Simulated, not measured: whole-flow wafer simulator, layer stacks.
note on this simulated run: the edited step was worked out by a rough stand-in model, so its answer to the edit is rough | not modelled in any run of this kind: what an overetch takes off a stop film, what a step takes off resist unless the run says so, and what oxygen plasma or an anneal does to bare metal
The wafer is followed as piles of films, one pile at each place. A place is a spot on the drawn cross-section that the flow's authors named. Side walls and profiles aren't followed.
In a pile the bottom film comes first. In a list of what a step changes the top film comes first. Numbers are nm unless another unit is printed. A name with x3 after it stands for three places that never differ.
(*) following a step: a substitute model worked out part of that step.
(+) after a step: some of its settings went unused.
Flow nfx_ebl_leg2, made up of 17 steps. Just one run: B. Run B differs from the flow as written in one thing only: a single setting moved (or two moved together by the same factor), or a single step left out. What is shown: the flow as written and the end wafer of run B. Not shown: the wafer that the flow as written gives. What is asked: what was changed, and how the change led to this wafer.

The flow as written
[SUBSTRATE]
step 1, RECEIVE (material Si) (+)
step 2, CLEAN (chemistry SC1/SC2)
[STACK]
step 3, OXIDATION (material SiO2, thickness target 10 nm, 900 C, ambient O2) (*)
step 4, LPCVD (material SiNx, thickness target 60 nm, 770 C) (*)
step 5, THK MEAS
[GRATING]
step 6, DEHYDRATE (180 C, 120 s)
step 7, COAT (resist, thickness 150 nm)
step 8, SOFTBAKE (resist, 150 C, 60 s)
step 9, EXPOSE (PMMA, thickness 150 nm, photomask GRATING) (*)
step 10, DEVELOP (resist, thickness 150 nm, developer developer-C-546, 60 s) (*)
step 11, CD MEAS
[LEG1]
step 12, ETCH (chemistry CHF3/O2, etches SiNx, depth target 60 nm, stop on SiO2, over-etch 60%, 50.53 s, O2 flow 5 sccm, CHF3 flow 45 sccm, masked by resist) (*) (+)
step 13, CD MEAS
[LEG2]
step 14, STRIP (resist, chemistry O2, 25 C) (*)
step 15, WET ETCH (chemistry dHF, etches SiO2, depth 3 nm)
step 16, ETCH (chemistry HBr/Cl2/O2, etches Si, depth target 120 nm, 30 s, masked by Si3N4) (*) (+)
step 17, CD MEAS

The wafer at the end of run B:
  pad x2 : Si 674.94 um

The reason: step 16, ETCH: depth target 54 nm was run, while the flow as written has depth target 120 nm.

How this came from the change, step by step:
  step 16, ETCH (chemistry HBr/Cl2/O2, etches Si, depth target 120 nm, 30 s, masked by Si3N4) (*) (+)
      pad x2: -54 Si (in the flow as written it would be: -120 Si)
